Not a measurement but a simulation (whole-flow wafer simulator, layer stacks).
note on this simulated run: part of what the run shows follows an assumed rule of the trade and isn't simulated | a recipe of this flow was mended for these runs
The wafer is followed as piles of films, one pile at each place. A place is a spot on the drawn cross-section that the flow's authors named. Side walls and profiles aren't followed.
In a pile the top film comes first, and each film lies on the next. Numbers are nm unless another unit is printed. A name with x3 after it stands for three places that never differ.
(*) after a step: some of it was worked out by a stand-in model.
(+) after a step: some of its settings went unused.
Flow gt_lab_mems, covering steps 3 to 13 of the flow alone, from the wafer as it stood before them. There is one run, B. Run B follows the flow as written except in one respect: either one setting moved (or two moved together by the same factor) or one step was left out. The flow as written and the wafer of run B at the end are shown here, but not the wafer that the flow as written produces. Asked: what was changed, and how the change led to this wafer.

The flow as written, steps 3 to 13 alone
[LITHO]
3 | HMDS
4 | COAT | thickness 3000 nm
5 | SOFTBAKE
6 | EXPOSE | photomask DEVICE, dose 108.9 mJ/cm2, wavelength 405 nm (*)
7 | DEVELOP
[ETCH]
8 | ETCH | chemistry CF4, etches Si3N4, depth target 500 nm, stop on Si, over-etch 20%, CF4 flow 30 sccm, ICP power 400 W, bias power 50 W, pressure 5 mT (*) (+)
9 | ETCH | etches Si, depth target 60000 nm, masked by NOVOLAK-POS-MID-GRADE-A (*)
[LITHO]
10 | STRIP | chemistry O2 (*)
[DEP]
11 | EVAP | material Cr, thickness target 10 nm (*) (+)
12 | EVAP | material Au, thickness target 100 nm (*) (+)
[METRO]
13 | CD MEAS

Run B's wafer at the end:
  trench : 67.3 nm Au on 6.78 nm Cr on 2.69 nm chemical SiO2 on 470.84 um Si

What caused this: step 8, ETCH: depth target 320 nm was run, whereas the flow has depth target 500 nm.

The path from the change to this, step by step:
  8 | ETCH | chemistry CF4, etches Si3N4, depth target 500 nm, stop on Si, over-etch 20%, CF4 flow 30 sccm, ICP power 400 W, bias power 50 W, pressure 5 mT (*) (+)
      trench: Si3N4 loses 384 (as written it would have been: Si3N4 loses 500 (all of it), chemical SiO2 loses 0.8 (all of it), Si loses 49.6)
      field: g/i-line-resist loses 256 (as written it would have been: g/i-line-resist loses 400)
  9 | ETCH | etches Si, depth target 60000 nm, masked by NOVOLAK-POS-MID-GRADE-A (*)
      trench: Si3N4 loses 116 (all of it), chemical SiO2 loses 0.8 (all of it), Si loses 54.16 um (as written it would have been: Si loses 59.96 um)
  10 | STRIP | chemistry O2 (*)
      field: g/i-line-resist loses 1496 (all of it) (as written it would have been: g/i-line-resist loses 1352 (all of it))
  12 | EVAP | material Au, thickness target 100 nm (*) (+)
      trench: Au gains 67.3 (new film) (as written it would have been: Au gains 64.1 (new film))
